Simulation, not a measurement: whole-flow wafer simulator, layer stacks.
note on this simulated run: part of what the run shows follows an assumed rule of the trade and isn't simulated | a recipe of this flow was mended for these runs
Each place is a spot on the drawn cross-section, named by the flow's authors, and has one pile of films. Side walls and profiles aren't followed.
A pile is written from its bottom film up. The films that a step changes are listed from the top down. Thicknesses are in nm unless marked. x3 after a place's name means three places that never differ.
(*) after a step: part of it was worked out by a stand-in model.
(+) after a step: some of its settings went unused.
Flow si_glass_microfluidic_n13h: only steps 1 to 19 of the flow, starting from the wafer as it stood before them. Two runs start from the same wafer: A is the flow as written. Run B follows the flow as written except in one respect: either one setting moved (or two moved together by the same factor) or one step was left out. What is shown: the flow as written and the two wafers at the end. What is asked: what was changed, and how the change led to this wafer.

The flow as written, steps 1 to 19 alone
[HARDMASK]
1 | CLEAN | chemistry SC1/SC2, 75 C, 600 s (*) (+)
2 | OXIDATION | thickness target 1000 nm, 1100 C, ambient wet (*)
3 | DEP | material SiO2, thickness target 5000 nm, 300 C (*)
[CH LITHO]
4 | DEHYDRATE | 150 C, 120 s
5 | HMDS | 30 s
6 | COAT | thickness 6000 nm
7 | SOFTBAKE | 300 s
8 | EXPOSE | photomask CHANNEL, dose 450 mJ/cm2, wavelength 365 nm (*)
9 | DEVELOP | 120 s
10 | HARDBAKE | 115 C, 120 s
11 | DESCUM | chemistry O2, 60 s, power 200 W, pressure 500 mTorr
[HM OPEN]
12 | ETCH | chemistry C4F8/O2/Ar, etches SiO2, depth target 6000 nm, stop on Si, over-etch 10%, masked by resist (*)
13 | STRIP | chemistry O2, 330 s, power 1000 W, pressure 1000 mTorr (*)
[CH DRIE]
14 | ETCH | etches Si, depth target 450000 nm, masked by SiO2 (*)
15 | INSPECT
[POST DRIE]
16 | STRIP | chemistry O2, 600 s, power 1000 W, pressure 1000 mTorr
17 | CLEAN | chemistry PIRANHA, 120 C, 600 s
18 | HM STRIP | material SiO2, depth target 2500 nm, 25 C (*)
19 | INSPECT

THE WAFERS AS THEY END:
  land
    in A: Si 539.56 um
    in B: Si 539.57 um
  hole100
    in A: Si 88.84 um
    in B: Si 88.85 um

What caused this: step 2, OXIDATION: 1088 C was run, though the flow has 1100 C.

Step by step, how the change led to this:
  2 | OXIDATION | thickness target 1000 nm, 1100 C, ambient wet (*)
      land, hole100: A SiO2 gains 1000 (new film), chemical SiO2 loses 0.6 (all of it), Si loses 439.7 | B SiO2 gains 960 (new film), chemical SiO2 loses 0.6 (all of it), Si loses 422.1
  12 | ETCH | chemistry C4F8/O2/Ar, etches SiO2, depth target 6000 nm, stop on Si, over-etch 10%, masked by resist (*)
      hole100: A SiO2 loses 6000 (all of it), Si loses 75 | B SiO2 loses 5960 (all of it), Si loses 80
  18 | HM STRIP | material SiO2, depth target 2500 nm, 25 C (*)
      land: A SiO2 loses 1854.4 (all of it) | B SiO2 loses 1814.5 (all of it)
